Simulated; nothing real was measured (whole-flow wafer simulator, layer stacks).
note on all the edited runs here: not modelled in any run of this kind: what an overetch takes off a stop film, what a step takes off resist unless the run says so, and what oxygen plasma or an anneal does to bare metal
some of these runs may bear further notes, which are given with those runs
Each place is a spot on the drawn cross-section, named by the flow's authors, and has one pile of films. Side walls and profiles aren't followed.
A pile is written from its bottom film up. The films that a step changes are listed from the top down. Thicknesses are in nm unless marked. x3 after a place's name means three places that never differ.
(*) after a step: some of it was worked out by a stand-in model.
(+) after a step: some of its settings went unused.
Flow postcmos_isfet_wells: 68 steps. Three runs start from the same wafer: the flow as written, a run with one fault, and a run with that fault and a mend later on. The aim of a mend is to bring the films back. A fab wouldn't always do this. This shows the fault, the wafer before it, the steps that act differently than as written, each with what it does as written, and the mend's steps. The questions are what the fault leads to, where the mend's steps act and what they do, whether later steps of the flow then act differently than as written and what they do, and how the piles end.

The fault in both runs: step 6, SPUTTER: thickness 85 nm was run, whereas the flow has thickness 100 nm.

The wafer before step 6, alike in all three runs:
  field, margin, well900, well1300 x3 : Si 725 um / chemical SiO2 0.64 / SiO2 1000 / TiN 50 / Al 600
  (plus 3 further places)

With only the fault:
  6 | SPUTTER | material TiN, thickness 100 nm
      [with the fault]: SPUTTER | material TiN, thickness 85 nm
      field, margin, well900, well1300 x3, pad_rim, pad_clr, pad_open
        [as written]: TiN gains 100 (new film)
        [with the fault]: TiN gains 85 (new film)
  Steps later in the flow that act otherwise than as written:
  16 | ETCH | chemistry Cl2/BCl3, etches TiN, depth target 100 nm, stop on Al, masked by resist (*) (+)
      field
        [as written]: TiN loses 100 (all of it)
        [with the fault]: TiN loses 85 (all of it)
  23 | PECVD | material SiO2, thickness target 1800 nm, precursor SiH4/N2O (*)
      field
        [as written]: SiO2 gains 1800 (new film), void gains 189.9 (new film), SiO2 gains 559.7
        [with the fault]: SiO2 gains 1800 (new film), void gains 178.6 (new film), SiO2 gains 556
  At field, margin, well900, well1300 x3, pad_rim, pad_clr, pad_open, the piles at the end differ from the flow's by more than 2% or 0.5 nm, whichever is larger.
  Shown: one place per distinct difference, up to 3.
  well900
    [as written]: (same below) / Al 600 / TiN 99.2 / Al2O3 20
    [with the fault]: (same below) / Al 600 / TiN 84.2 / Al2O3 20
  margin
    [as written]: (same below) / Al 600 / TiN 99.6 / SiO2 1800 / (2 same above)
    [with the fault]: (same below) / Al 600 / TiN 84.6 / SiO2 1800 / (2 same above)
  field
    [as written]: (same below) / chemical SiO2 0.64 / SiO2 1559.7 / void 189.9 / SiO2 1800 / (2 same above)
    [with the fault]: (same below) / chemical SiO2 0.64 / SiO2 1556 / void 178.6 / SiO2 1800 / (2 same above)

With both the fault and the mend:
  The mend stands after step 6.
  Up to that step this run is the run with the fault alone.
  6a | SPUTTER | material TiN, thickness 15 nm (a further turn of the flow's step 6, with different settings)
      field, margin, well900, well1300 x3, pad_rim, pad_clr, pad_open
        TiN gains 15
  Every later step of the flow that is run acts as written at every place that is followed.
  By the end, the piles equal the flow's at every place that both follow.
